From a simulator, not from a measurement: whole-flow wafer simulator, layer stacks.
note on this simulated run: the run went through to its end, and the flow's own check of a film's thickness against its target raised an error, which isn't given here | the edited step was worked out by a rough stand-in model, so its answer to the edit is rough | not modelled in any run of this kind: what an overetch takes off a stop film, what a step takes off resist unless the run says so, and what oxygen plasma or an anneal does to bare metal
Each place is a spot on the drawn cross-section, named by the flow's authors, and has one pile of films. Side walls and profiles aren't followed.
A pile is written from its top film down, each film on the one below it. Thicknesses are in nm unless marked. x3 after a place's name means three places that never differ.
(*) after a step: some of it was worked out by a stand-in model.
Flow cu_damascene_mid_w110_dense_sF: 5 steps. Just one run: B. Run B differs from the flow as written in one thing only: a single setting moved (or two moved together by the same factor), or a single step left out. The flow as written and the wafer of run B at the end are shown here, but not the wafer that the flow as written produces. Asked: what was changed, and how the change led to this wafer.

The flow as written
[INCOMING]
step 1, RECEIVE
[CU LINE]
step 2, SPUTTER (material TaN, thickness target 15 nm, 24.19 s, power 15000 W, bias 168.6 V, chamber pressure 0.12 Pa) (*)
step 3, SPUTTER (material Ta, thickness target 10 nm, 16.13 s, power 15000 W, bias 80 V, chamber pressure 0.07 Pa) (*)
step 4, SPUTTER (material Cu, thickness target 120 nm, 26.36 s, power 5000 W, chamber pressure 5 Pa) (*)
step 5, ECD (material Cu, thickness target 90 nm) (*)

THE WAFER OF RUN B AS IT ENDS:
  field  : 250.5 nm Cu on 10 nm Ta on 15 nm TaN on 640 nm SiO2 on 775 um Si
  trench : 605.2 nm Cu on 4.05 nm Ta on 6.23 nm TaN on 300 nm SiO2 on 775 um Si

Cause: step 5, ECD: thickness target 130.5 nm was run, while the flow as written has thickness target 90 nm.

Step by step, how the change led to this:
  step 5, ECD (material Cu, thickness target 90 nm) (*)
      field: Cu gains 130.5 (as written it would have been: Cu gains 90)
      trench: Cu gains 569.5 (as written it would have been: Cu gains 529)
